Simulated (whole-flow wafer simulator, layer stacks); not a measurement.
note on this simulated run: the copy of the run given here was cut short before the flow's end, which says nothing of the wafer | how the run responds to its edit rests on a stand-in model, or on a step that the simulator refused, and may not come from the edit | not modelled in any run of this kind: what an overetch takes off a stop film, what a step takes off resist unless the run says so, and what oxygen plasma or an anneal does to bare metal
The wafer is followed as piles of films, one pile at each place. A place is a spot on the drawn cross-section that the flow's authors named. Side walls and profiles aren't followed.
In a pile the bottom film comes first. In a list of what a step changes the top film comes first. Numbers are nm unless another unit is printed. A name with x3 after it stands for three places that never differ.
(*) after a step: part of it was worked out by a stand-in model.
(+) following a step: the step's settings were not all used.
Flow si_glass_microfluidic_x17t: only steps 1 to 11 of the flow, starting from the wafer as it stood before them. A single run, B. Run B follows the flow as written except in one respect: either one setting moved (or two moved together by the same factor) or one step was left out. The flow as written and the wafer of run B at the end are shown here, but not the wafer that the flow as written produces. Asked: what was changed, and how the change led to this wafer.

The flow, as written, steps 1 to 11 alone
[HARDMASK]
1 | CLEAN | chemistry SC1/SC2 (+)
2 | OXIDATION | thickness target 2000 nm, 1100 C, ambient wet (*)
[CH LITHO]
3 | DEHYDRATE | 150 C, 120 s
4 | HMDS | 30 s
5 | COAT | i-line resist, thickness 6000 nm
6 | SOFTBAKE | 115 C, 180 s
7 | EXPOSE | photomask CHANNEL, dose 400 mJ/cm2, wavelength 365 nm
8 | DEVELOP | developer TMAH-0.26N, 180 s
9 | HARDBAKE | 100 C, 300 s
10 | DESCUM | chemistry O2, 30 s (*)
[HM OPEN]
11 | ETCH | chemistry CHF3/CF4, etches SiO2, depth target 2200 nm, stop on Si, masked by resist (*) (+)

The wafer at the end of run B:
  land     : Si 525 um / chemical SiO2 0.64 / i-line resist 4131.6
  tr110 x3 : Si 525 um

The reason: step 2, OXIDATION: thickness target 2000 nm, 1100 C, ambient wet (*), was not run.

The path from the change to this, step by step:
  11 | ETCH | chemistry CHF3/CF4, etches SiO2, depth target 2200 nm, stop on Si, masked by resist (*) (+)
      tr110 x3: chemical SiO2 loses 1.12 (all of it) (it would be, as written: SiO2 loses 2000 (all of it))
